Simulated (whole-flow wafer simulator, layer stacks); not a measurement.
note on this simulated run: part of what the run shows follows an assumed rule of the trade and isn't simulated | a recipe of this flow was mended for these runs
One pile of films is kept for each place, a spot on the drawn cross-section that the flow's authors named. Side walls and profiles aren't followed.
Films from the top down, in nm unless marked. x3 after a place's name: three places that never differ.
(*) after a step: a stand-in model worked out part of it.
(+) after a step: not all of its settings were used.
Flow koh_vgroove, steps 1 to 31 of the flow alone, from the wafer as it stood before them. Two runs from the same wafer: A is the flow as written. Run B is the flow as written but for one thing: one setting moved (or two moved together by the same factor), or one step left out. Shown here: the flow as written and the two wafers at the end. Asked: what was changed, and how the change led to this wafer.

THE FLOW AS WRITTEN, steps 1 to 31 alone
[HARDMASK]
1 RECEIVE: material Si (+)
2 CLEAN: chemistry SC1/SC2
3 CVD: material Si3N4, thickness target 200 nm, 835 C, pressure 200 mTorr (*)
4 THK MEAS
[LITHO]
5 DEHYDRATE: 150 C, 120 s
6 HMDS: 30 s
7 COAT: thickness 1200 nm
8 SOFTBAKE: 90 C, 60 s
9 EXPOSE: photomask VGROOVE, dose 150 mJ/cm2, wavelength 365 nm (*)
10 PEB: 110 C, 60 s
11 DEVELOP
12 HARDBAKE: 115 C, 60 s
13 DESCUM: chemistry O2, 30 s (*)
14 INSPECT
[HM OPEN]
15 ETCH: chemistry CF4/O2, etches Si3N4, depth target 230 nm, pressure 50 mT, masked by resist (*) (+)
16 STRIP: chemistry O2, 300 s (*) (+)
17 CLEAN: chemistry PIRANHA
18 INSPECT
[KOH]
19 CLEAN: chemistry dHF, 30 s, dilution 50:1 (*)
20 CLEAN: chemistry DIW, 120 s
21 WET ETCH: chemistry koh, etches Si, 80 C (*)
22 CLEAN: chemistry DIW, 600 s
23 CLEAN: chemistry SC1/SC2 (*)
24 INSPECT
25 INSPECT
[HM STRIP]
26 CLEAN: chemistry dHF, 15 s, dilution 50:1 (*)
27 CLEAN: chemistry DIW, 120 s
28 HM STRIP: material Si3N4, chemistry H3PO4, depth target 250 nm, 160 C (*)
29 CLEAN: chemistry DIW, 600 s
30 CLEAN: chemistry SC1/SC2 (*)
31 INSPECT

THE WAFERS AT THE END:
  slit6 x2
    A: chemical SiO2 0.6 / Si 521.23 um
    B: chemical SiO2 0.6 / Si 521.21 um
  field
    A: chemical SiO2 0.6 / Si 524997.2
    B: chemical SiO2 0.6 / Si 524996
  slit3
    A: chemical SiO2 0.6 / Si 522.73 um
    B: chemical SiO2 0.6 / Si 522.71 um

The cause: step 3, CVD: 823 C was run, where the flow has 835 C.

How the change led to this, step by step:
  3 CVD: material Si3N4, thickness target 200 nm, 835 C, pressure 200 mTorr (*)
      field, slit3, slit2, slit6 x2: A Si3N4 +200 (new film) | B Si3N4 +176.7 (new film)
  15 ETCH: chemistry CF4/O2, etches Si3N4, depth target 230 nm, pressure 50 mT, masked by resist (*) (+)
      slit3, slit2, slit6 x2: A Si3N4 -200 (all of it), chemical SiO2 -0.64 (all of it), Si -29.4 | B Si3N4 -176.7 (all of it), chemical SiO2 -0.64 (all of it), Si -52.6
  28 HM STRIP: material Si3N4, chemistry H3PO4, depth target 250 nm, 160 C (*)
      field: A Si3N4 -198.7 (all of it), chemical SiO2 -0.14, Si -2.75 | B Si3N4 -175.5 (all of it), chemical SiO2 -0.14, Si -3.91
